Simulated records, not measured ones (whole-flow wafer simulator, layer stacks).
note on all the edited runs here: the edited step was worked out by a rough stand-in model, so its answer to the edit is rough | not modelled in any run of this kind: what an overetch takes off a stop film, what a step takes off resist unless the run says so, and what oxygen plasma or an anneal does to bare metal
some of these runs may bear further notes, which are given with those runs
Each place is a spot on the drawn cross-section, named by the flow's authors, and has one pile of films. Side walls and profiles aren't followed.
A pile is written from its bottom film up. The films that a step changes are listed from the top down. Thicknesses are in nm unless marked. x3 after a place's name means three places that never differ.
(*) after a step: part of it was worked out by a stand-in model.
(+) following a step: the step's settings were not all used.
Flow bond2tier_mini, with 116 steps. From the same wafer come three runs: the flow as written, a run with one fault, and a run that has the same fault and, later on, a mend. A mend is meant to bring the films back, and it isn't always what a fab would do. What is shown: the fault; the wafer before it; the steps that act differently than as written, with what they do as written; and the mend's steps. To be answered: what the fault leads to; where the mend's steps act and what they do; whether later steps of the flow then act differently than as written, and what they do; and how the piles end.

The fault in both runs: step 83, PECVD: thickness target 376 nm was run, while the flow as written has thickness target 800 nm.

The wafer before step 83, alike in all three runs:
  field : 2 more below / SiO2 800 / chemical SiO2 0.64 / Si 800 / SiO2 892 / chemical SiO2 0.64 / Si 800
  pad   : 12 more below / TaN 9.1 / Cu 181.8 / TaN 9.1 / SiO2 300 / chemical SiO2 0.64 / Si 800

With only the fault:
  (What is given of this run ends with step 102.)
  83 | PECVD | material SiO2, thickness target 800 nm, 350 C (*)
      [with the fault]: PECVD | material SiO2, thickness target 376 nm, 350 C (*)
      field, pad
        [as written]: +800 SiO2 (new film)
        [with the fault]: +376 SiO2 (new film)
  Steps later in the flow that act otherwise than as written (1 other step is not shown; it differs only slightly, by no more than 2% or 0.5 nm, whichever is larger):
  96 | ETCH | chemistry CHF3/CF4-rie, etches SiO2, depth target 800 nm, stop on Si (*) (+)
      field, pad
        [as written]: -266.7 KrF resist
        [with the fault]: -169.5 KrF resist
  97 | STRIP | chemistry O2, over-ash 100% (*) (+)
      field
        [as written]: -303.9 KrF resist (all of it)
        [with the fault]: -401.1 KrF resist (all of it)
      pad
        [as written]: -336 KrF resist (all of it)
        [with the fault]: -433.1 KrF resist (all of it)
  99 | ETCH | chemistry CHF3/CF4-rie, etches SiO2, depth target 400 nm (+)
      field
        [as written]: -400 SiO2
        [with the fault]: -368 SiO2 (all of it), -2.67 Si
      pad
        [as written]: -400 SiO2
        [with the fault]: -331 SiO2 (all of it), -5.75 Si
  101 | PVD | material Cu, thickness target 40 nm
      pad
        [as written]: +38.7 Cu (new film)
        [with the fault]: +40 Cu (new film)
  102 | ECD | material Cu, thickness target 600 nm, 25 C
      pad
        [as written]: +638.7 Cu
        [with the fault]: +603.1 Cu
  The piles after step 102 differ from the flow's at field, pad by more than 2% or 0.5 nm, whichever is larger.
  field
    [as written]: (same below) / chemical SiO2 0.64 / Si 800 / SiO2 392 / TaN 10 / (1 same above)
    [with the fault]: (same below) / chemical SiO2 0.64 / Si 797.3 / TaN 10 / (1 same above)
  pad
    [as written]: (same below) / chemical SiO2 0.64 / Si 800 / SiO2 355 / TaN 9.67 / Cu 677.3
    [with the fault]: (same below) / chemical SiO2 0.64 / Si 794.2 / TaN 10 / Cu 643.1

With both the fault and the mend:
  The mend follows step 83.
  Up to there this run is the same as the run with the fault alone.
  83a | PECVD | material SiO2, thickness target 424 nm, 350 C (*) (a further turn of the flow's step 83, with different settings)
      field, pad
        +424 SiO2
  None of the later steps of the flow acts differently than as written at any place that is followed.
  The piles end the same as the flow's at every place that both follow.
